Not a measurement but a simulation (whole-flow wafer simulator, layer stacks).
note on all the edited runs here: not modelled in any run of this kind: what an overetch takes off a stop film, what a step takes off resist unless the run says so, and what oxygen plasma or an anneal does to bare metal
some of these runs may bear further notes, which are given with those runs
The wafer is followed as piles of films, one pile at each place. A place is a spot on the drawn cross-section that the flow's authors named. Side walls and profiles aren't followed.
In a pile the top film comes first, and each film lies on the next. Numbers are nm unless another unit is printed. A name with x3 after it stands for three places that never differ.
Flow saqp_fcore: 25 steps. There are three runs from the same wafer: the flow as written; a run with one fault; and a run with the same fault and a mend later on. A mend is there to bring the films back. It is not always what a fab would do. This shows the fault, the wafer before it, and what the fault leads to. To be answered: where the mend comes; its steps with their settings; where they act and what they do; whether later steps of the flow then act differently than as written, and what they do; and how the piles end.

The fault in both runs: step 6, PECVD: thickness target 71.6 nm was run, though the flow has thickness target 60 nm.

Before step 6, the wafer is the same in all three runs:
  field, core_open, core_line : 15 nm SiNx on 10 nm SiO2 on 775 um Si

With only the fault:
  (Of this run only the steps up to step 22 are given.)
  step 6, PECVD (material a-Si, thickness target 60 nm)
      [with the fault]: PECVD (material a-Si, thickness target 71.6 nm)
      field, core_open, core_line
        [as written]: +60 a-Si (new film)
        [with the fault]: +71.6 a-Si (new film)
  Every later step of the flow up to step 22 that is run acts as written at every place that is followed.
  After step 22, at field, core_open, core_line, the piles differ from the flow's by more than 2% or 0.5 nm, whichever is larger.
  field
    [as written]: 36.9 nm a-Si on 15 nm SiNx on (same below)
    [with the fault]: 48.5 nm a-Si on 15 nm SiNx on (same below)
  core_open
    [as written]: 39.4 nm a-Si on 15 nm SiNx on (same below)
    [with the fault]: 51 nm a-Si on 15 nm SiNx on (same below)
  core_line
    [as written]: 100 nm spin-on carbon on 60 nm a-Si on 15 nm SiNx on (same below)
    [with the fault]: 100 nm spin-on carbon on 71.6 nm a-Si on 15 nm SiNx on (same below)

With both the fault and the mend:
  The mend stands after step 7.
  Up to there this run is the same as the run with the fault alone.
  step 7a, ETCH (chemistry tmah, depth target 82.34 nm)
      field, core_open, core_line
        -71.6 a-Si (all of it)
  step 7b, PECVD (material a-Si, thickness target 60 nm) (the flow's step 6 again)
      field, core_open, core_line
        +60 a-Si (new film)
  Every later step of the flow that is run acts as written at every place that is followed.
  The piles end the same as the flow's at every place that both follow.
